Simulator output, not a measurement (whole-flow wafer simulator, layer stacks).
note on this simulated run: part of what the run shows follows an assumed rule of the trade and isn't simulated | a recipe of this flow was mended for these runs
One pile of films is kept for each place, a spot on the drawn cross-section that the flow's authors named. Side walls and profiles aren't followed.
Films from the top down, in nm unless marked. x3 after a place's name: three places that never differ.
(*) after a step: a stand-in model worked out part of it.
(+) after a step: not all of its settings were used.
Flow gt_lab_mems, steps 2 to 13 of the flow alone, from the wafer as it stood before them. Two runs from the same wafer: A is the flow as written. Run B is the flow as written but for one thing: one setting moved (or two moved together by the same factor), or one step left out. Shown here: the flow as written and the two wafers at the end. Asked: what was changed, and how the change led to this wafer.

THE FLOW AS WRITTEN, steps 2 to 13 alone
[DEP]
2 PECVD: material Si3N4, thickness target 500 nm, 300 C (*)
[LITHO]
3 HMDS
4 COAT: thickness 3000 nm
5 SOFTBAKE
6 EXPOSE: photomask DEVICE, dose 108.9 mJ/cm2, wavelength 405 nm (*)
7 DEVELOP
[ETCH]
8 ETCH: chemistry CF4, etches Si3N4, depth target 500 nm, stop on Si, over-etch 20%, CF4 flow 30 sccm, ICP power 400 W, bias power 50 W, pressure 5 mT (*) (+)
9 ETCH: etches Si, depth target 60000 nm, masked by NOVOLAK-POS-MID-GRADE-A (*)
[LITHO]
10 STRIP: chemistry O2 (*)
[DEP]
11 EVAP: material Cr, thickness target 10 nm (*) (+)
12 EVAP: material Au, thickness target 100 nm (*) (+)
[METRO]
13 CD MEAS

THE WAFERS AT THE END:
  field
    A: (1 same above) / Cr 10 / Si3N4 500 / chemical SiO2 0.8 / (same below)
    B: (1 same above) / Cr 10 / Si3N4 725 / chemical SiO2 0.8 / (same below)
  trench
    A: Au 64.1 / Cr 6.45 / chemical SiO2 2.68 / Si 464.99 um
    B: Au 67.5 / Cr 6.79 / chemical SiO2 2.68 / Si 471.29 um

The cause: step 2, PECVD: thickness target 725 nm was run, where the flow has thickness target 500 nm.
It can be read off the wafer: field has Si3N4 725, and step 2 as written asks for 500 nm.

How the change led to this, step by step:
  2 PECVD: material Si3N4, thickness target 500 nm, 300 C (*)
      field, trench: A Si3N4 +500 (new film) | B Si3N4 +725 (new film)
  8 ETCH: chemistry CF4, etches Si3N4, depth target 500 nm, stop on Si, over-etch 20%, CF4 flow 30 sccm, ICP power 400 W, bias power 50 W, pressure 5 mT (*) (+)
      trench: A Si3N4 -500 (all of it), chemical SiO2 -0.8 (all of it), Si -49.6 | B Si3N4 -600
  9 ETCH: etches Si, depth target 60000 nm, masked by NOVOLAK-POS-MID-GRADE-A (*)
      trench: A Si -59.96 um | B Si3N4 -125 (all of it), chemical SiO2 -0.8 (all of it), Si -53.71 um
  12 EVAP: material Au, thickness target 100 nm (*) (+)
      trench: A Au +64.1 (new film) | B Au +67.5 (new film)
